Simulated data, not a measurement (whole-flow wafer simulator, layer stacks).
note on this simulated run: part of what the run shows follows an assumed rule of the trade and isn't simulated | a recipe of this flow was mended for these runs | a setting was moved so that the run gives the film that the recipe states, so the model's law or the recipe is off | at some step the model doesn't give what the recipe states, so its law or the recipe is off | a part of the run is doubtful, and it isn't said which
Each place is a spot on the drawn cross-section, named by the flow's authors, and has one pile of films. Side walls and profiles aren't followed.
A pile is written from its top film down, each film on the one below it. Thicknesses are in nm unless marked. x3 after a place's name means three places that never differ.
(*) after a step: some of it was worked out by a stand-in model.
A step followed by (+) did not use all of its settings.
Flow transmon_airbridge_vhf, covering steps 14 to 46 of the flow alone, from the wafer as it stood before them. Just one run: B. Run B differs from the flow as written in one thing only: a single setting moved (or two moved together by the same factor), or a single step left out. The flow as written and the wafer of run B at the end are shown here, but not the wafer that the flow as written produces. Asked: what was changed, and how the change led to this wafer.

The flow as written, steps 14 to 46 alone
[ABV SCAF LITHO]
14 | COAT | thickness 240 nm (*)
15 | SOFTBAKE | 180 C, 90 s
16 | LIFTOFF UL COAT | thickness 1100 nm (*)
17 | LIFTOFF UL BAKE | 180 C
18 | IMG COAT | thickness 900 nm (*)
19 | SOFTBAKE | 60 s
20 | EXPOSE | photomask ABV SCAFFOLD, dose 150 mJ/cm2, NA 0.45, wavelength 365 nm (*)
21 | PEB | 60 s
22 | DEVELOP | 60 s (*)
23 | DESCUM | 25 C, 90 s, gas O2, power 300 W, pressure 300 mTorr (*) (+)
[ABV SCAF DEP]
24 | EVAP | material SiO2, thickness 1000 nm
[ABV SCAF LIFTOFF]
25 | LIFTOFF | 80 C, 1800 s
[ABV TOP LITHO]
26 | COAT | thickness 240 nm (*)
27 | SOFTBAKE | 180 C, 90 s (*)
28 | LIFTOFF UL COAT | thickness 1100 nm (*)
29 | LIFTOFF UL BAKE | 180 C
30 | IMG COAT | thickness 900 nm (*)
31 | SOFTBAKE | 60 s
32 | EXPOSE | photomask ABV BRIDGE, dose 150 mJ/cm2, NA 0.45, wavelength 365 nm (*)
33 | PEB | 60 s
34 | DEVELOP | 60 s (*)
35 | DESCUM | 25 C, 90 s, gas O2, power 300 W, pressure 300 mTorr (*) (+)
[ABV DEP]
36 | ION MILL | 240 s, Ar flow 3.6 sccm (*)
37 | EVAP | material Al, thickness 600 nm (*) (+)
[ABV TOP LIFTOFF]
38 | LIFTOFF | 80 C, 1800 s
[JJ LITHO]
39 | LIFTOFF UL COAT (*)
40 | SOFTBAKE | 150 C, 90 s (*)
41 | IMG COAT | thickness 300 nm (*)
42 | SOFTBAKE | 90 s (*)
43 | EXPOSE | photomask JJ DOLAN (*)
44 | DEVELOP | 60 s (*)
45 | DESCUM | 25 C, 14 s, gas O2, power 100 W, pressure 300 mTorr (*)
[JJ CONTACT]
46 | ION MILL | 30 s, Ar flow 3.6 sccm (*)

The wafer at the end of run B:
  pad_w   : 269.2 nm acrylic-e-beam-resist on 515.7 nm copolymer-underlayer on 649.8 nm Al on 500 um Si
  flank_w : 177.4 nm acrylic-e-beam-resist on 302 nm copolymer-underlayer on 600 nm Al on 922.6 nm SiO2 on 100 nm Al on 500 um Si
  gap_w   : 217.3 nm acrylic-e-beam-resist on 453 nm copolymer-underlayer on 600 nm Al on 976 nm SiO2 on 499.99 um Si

The reason: step 18, IMG COAT: thickness 900 nm (*), was skipped.

Step by step, how the change led to this:
  21 | PEB | 60 s
      field x3, jj_line, trace_open_s x2, margin_s, bridge_strip, margin_n: nothing (it would be, as written: i-line-resist loses 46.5)
      pad_w, cpw_trace, pad_e: nothing (it would be, as written: i-line-resist loses 46.2)
      (and at 5 other places as well)
  22 | DEVELOP | 60 s (*)
      margin_s, bridge_strip, margin_n: lift-off-underlayer loses 1100 (all of it) (it would be, as written: i-line-resist loses 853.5 (all of it), lift-off-underlayer loses 1100 (all of it))
      flank_w, flank_e: lift-off-underlayer loses 1084.6 (all of it) (it would be, as written: i-line-resist loses 861.4 (all of it), lift-off-underlayer loses 1084.6 (all of it))
      (and at 3 other places as well)
  23 | DESCUM | 25 C, 90 s, gas O2, power 300 W, pressure 300 mTorr (*) (+)
      field x3, jj_line, ground_far, pad_w, pad_e, trace_open_s x2: lift-off-underlayer loses 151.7 (it would be, as written: i-line-resist loses 151.7)
  24 | EVAP | material SiO2, thickness 1000 nm
      flank_w, flank_e: SiO2 gains 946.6 (new film) (it would be, as written: SiO2 gains 905.8 (new film))
  25 | LIFTOFF | 80 C, 1800 s
      field x3, jj_line, trace_open_s x2: SiO2 loses 1000 (all of it), lift-off-underlayer loses 948.3 (all of it), acrylic-e-beam-resist loses 240 (all of it) (it would be, as written: SiO2 loses 1000 (all of it), i-line-resist loses 701.8 (all of it), lift-off-underlayer loses 1100 (all of it), acrylic-e-beam-resist loses 240 (all of it))
      pad_w, pad_e: SiO2 loses 1000 (all of it), lift-off-underlayer loses 938.2 (all of it), acrylic-e-beam-resist loses 239.3 (all of it) (it would be, as written: SiO2 loses 1000 (all of it), i-line-resist loses 696.3 (all of it), lift-off-underlayer loses 1089.9 (all of it), acrylic-e-beam-resist loses 239.3 (all of it))
      (and at 1 other place as well)
  26 | COAT | thickness 240 nm (*)
      flank_w, flank_e: acrylic-e-beam-resist gains 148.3 (new film) (it would be, as written: acrylic-e-beam-resist gains 155.2 (new film))
  28 | LIFTOFF UL COAT | thickness 1100 nm (*)
      flank_w: lift-off-underlayer gains 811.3 (new film) (it would be, as written: lift-off-underlayer gains 832.3 (new film))
      flank_e: lift-off-underlayer gains 811.3 (new film) (it would be, as written: lift-off-underlayer gains 832.5 (new film))
  34 | DEVELOP | 60 s (*)
      flank_w: i-line-resist loses 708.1 (all of it), lift-off-underlayer loses 811.3 (all of it) (it would be, as written: i-line-resist loses 716.4 (all of it), lift-off-underlayer loses 832.3 (all of it))
      flank_e: i-line-resist loses 708.1 (all of it), lift-off-underlayer loses 811.3 (all of it) (it would be, as written: i-line-resist loses 716.4 (all of it), lift-off-underlayer loses 832.5 (all of it))
  35 | DESCUM | 25 C, 90 s, gas O2, power 300 W, pressure 300 mTorr (*) (+)
      flank_w, flank_e: acrylic-e-beam-resist loses 148.3 (all of it) (it would be, as written: acrylic-e-beam-resist loses 155.2 (all of it))
  41 | IMG COAT | thickness 300 nm (*)
      flank_w, flank_e: acrylic-e-beam-resist gains 208.9 (new film) (it would be, as written: acrylic-e-beam-resist gains 217.1 (new film))
